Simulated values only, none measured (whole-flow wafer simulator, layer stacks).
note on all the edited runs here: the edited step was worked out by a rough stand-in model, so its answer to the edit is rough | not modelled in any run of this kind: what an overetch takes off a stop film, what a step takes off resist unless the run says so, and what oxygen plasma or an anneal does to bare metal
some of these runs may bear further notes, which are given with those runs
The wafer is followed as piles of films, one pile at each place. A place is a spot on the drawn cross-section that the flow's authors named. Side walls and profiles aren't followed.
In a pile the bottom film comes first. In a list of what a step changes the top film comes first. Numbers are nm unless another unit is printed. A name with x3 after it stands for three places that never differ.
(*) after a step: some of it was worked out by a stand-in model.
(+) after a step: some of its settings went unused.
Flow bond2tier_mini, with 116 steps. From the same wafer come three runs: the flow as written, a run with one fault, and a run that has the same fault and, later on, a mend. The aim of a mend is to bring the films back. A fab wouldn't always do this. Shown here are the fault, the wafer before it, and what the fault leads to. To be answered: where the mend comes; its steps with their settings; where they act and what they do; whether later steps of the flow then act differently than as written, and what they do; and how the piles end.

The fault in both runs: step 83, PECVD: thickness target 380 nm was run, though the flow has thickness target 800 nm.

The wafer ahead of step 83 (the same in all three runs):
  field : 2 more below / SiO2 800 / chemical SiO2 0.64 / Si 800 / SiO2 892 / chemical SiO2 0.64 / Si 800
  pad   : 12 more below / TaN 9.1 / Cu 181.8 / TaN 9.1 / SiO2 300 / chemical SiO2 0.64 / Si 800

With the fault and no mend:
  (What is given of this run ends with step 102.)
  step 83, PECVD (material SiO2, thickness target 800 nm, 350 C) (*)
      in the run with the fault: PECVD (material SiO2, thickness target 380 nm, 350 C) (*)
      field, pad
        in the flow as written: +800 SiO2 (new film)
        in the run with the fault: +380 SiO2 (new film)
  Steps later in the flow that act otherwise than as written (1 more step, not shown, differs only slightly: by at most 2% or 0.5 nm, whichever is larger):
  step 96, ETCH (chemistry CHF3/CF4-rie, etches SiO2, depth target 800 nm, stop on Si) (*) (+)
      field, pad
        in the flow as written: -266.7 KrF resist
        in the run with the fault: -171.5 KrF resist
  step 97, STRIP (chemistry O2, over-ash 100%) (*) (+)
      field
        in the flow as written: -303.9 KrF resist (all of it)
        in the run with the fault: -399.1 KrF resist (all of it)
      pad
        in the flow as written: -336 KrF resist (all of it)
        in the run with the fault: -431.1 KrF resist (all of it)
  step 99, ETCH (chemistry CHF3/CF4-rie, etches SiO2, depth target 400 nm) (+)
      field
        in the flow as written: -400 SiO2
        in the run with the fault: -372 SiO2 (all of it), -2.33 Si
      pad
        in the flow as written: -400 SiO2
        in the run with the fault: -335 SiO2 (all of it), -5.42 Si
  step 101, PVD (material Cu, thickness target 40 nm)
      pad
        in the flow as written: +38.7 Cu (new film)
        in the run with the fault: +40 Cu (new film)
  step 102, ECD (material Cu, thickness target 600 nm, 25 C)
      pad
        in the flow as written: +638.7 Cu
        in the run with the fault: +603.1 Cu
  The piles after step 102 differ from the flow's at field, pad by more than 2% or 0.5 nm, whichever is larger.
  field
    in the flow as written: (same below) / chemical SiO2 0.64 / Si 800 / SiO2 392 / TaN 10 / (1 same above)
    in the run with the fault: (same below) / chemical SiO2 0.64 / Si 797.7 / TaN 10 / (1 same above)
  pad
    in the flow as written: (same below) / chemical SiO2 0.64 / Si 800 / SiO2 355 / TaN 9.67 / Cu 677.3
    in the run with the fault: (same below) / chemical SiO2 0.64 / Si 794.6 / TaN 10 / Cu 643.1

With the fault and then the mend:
  The mend stands after step 88.
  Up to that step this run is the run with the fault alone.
  step 88a, STRIP (chemistry O2, over-ash 100%) (+)
      field
        -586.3 KrF resist (all of it)
  step 88b, PECVD (material SiO2, thickness target 420 nm, 350 C) (*) (a further turn of the flow's step 83, with different settings)
      field, pad
        +420 SiO2
  step 88c, COAT (KrF resist, thickness 600 nm) (a further turn of the flow's step 84)
      field, pad
        +600 KrF resist (new film)
  step 88d, SOFTBAKE (KrF resist) (a further turn of the flow's step 85)
      alters no film at any place that is followed
  step 88e, EXPOSE (photomask T3TRIM, NA 0.6) (a further turn of the flow's step 86)
      alters no film at any place that is followed
  step 88f, PEB (KrF resist) (a further turn of the flow's step 87)
      alters no film at any place that is followed
  step 88g, DEVELOP (developer TMAH-0.26N, 60 s) (a further turn of the flow's step 88)
      field
        -13.7 KrF resist
      pad
        -600 KrF resist (all of it)
  Later steps of the flow that are run all act as written at every place that is followed.
  At every place that both follow, the piles at the end match the flow's.
